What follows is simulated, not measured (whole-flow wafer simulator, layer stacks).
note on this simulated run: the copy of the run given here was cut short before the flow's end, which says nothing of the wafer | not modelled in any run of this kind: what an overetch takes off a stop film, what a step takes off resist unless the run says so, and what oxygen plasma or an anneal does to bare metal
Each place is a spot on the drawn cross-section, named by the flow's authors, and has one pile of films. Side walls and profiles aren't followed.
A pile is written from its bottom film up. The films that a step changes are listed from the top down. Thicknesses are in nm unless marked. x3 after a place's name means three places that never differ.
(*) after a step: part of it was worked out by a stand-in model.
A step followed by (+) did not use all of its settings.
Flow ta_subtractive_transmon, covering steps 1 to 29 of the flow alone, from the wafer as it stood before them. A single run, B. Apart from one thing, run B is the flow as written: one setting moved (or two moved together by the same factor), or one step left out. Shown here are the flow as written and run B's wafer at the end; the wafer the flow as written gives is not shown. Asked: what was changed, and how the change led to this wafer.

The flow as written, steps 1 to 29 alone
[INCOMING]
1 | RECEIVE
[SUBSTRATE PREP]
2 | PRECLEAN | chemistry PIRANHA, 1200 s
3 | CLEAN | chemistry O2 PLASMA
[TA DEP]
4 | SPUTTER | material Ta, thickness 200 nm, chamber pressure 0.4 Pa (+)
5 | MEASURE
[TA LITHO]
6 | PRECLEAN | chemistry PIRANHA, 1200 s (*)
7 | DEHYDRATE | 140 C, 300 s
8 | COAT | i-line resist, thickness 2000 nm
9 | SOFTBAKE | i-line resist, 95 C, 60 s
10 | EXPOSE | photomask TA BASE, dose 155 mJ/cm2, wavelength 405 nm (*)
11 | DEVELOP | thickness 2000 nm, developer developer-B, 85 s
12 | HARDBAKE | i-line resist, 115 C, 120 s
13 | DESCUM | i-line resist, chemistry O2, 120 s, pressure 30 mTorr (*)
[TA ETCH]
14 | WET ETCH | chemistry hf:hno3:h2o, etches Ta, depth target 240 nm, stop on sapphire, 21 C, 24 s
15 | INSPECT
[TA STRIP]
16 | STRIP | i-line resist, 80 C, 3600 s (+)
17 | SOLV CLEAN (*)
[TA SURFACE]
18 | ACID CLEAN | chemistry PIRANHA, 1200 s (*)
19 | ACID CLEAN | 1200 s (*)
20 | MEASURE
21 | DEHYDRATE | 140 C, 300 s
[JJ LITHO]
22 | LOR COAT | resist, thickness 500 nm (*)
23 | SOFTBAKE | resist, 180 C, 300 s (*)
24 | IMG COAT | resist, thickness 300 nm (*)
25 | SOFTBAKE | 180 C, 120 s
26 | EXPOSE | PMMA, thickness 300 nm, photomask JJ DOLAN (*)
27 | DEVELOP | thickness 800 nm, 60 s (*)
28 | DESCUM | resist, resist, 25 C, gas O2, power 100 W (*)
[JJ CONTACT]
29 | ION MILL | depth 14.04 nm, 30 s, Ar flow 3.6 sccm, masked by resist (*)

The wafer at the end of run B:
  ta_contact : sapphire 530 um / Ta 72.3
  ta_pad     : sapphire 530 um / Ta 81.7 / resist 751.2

Cause: step 4, SPUTTER: thickness 82 nm was run, whereas the flow has thickness 200 nm.

Step by step, how the change led to this:
  4 | SPUTTER | material Ta, thickness 200 nm, chamber pressure 0.4 Pa (+)
      field x2, jj_line, lead, ta_contact, ta_pad: +82 Ta (new film) (as written it would have been: +200 Ta (new film))
  14 | WET ETCH | chemistry hf:hno3:h2o, etches Ta, depth target 240 nm, stop on sapphire, 21 C, 24 s
      field x2, jj_line, lead: -82 Ta (all of it) (as written it would have been: -200 Ta (all of it))
  22 | LOR COAT | resist, thickness 500 nm (*)
      lead: +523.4 resist (new film) (as written it would have been: +554.8 resist (new film))
      ta_contact: +475.7 resist (new film) (as written it would have been: +443.8 resist (new film))
  24 | IMG COAT | resist, thickness 300 nm (*)
      lead: +305.1 resist (as written it would have been: +312.6 resist)
      ta_contact: +295 resist (as written it would have been: +287.4 resist)
      (and at 1 other place as well)
  27 | DEVELOP | thickness 800 nm, 60 s (*)
      lead: -828.5 resist (all of it) (as written it would have been: -867.4 resist (all of it))
      ta_contact: -770.8 resist (all of it) (as written it would have been: -731.2 resist (all of it))
